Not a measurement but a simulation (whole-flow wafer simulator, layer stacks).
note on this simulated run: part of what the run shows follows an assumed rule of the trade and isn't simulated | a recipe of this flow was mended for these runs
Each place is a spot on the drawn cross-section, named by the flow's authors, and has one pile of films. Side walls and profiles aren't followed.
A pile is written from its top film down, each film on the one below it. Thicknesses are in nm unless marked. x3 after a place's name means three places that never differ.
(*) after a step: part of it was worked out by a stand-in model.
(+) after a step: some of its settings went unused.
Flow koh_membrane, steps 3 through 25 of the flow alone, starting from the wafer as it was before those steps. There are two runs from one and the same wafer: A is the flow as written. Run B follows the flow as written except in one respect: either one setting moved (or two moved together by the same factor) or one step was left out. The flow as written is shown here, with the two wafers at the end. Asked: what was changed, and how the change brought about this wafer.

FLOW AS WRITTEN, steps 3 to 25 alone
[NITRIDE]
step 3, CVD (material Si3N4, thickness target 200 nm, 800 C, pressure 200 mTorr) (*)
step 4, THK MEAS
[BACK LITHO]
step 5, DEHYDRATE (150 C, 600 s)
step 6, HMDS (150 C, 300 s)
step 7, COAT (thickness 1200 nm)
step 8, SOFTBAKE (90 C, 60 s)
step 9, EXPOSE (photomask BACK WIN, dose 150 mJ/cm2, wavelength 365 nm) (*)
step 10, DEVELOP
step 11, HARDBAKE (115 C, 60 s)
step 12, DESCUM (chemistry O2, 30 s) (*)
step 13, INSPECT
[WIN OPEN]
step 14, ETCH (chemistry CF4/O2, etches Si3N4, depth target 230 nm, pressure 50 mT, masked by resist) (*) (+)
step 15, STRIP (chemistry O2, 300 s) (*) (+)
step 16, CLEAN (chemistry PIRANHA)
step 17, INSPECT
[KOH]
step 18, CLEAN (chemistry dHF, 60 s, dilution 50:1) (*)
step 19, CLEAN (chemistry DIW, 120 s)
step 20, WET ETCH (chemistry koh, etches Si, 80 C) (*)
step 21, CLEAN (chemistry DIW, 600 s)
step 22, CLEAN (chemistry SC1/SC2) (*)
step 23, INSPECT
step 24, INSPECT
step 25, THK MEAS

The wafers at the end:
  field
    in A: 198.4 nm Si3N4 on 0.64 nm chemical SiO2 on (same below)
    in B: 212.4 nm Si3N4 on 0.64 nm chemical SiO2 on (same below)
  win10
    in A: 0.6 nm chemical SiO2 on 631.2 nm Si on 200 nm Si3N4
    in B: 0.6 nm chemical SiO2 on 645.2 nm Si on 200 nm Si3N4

What caused this: step 3, CVD: thickness target 214 nm was run, whereas the flow has thickness target 200 nm.

The path from the change to this, step by step:
  step 3, CVD (material Si3N4, thickness target 200 nm, 800 C, pressure 200 mTorr) (*)
      field, win20 x4, win10: A +200 Si3N4 (new film) | B +214 Si3N4 (new film)
  step 14, ETCH (chemistry CF4/O2, etches Si3N4, depth target 230 nm, pressure 50 mT, masked by resist) (*) (+)
      win20 x4, win10: A -200 Si3N4 (all of it), -0.64 chemical SiO2 (all of it), -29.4 Si | B -214 Si3N4 (all of it), -0.64 chemical SiO2 (all of it), -15.4 Si
